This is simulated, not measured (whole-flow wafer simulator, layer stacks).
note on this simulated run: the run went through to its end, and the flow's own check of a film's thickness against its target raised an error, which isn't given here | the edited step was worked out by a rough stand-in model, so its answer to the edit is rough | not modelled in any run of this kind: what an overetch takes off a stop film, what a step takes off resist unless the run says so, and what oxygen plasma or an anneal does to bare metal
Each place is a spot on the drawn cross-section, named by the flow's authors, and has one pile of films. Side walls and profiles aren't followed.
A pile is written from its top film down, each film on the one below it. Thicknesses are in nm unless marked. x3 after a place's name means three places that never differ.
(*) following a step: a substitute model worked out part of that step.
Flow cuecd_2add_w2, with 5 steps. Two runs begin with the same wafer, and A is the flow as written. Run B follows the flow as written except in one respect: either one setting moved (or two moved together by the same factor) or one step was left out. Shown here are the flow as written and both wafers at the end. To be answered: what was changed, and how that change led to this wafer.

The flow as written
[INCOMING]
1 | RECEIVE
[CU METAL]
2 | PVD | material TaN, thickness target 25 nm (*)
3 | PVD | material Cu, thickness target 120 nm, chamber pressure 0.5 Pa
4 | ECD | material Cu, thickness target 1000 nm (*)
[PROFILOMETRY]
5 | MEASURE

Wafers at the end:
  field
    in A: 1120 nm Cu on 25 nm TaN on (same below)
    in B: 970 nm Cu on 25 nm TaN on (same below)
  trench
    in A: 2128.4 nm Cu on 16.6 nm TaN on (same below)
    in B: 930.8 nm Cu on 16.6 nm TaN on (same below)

Cause: step 4, ECD: thickness target 850 nm was run, whereas the flow has thickness target 1000 nm.

The path from the change to this, step by step:
  4 | ECD | material Cu, thickness target 1000 nm (*)
      field: A +1000 Cu | B +850 Cu
      trench: A +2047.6 Cu | B +850 Cu
